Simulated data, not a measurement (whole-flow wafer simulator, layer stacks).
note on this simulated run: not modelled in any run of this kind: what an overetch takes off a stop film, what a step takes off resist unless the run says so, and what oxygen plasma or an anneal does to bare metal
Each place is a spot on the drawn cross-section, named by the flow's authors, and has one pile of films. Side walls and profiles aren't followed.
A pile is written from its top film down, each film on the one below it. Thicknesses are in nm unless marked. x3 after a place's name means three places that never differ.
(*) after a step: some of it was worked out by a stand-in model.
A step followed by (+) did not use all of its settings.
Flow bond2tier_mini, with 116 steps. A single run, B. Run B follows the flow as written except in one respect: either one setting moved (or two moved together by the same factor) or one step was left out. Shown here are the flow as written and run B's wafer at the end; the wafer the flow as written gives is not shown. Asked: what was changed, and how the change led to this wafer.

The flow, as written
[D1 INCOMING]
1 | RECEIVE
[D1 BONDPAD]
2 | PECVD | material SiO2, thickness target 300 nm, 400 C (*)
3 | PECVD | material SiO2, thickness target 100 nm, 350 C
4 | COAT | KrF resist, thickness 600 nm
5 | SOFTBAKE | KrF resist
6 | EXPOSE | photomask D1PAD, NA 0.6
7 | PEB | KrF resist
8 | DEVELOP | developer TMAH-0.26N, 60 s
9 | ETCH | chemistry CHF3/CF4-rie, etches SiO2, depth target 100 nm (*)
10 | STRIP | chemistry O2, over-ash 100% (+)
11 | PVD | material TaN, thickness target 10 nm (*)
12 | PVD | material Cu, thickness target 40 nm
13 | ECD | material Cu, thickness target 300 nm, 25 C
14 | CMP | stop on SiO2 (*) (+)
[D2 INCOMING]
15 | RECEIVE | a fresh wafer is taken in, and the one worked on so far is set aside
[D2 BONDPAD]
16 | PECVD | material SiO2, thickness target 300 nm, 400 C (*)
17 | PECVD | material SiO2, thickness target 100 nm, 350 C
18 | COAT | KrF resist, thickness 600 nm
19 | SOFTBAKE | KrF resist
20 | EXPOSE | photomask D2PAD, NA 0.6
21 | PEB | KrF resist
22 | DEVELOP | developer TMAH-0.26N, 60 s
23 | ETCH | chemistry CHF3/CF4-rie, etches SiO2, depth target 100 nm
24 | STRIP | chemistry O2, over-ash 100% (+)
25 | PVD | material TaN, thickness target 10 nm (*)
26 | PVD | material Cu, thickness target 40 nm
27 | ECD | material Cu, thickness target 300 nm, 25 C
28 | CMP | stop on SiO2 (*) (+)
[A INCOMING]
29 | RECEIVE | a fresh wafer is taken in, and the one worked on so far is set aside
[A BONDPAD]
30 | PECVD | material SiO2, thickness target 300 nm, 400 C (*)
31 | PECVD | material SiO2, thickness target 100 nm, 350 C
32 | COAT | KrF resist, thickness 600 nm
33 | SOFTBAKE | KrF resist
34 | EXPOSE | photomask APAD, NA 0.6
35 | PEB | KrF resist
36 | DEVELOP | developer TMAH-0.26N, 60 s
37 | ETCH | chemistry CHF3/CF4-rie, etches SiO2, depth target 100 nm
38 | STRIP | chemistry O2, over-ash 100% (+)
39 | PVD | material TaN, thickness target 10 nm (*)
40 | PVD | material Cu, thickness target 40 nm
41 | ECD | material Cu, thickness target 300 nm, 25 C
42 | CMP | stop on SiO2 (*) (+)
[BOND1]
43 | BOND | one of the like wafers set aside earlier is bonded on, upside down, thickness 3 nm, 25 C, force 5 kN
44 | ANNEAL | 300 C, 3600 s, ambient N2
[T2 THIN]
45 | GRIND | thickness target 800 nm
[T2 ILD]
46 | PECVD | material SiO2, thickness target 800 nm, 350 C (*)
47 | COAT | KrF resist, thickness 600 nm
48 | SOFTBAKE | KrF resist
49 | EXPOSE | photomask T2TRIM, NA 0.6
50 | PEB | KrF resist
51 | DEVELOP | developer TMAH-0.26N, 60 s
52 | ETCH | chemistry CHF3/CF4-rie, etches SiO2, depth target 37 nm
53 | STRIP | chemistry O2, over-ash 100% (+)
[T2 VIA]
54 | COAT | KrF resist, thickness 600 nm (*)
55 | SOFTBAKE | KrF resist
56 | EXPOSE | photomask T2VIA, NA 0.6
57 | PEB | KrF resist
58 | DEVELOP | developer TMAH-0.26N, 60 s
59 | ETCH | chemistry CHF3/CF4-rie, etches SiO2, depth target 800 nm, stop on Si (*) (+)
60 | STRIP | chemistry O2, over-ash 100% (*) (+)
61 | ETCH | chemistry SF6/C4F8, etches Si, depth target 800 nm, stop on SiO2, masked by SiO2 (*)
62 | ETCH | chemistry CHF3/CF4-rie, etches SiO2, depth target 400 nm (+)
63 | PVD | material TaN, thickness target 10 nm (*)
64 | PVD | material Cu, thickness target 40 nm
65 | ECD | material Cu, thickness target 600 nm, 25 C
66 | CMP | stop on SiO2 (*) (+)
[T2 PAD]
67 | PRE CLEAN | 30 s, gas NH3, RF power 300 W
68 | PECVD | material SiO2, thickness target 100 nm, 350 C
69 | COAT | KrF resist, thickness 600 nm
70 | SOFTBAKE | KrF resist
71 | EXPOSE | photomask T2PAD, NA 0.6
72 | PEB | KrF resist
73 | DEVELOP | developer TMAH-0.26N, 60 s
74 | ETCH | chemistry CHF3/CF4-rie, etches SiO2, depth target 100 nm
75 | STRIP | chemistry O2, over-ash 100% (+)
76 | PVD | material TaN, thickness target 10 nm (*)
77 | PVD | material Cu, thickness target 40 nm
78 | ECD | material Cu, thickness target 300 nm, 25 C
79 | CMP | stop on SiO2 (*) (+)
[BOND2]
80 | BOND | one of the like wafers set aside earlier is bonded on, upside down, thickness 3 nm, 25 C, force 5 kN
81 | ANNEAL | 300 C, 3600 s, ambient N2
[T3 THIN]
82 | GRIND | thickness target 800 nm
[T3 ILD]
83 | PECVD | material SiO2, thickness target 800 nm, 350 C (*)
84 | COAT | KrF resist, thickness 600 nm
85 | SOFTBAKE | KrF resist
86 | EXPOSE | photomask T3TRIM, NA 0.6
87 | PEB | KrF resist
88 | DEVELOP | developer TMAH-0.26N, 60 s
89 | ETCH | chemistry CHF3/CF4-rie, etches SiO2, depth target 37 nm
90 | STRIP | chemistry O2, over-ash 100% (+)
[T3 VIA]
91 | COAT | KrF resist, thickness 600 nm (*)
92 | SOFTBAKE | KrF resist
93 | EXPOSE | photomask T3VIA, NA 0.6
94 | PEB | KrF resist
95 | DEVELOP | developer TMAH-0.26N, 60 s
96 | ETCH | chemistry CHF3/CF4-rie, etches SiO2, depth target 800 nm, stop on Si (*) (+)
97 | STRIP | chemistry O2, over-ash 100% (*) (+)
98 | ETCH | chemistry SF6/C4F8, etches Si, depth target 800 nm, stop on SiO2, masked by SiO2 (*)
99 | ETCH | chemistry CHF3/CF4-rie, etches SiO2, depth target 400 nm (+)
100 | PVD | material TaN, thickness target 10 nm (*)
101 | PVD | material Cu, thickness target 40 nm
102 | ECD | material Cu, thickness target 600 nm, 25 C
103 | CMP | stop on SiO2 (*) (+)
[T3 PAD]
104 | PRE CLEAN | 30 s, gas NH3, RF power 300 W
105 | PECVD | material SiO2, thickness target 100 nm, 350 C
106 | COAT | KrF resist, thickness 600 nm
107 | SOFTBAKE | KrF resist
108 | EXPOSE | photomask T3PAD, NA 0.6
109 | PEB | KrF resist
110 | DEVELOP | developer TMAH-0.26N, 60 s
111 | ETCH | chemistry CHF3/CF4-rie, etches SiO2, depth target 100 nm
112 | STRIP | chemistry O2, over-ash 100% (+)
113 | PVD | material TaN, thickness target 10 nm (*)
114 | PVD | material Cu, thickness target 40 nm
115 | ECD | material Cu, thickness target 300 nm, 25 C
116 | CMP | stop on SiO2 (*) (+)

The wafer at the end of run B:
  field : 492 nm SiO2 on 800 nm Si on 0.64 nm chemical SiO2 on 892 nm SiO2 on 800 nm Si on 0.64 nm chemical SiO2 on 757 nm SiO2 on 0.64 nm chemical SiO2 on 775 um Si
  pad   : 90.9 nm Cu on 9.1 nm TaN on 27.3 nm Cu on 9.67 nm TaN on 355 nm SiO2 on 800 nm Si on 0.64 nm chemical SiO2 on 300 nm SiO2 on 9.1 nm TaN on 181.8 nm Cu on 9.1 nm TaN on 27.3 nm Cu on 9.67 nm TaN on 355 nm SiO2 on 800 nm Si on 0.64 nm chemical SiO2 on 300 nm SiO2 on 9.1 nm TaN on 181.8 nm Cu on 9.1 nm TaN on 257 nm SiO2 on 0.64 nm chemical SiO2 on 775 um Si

Cause: step 31, PECVD: thickness target 57 nm was run, while the flow as written has thickness target 100 nm.

How this came from the change, step by step:
  31 | PECVD | material SiO2, thickness target 100 nm, 350 C
      field, pad, via: SiO2 gains 57 (it would be, as written: SiO2 gains 100)
